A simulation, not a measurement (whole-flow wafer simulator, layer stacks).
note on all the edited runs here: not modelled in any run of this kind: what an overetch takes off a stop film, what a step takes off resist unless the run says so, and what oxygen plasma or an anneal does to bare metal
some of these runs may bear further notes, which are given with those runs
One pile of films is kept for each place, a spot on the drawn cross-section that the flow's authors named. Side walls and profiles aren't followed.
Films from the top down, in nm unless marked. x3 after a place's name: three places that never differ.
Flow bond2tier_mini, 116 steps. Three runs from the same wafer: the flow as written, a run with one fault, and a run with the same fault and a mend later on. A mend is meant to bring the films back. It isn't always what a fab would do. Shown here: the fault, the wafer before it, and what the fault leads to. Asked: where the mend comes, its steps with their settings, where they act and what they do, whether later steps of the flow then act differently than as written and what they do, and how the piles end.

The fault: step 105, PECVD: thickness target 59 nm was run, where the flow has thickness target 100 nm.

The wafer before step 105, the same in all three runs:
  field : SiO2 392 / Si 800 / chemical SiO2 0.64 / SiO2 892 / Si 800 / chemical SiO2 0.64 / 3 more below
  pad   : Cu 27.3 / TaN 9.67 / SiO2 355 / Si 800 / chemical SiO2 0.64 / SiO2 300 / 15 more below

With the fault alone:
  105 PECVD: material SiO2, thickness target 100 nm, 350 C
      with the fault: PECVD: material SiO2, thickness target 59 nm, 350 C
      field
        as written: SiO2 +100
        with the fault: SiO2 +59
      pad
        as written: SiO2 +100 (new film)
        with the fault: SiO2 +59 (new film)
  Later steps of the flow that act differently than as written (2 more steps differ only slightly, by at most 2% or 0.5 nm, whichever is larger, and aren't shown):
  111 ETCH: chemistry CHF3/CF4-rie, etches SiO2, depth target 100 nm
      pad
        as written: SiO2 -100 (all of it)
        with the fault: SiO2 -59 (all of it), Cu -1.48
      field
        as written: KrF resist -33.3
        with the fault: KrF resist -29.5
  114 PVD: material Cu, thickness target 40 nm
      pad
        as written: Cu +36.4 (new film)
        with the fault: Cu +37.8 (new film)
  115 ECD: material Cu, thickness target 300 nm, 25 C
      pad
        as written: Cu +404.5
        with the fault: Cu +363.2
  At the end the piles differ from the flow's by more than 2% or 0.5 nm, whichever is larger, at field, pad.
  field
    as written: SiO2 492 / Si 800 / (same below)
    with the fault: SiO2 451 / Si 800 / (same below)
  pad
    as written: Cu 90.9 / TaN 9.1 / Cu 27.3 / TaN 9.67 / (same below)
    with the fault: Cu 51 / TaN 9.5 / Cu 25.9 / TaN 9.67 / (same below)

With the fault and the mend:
  The mend comes after step 105.
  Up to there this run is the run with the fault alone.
  105a PECVD: material SiO2, thickness target 41 nm, 350 C (the flow's step 105 once more, with other settings)
      field, pad
        SiO2 +41
  No later step of the flow acts differently than as written at any place that is followed.
  At the end the piles are the same as the flow's at every place that both follow.
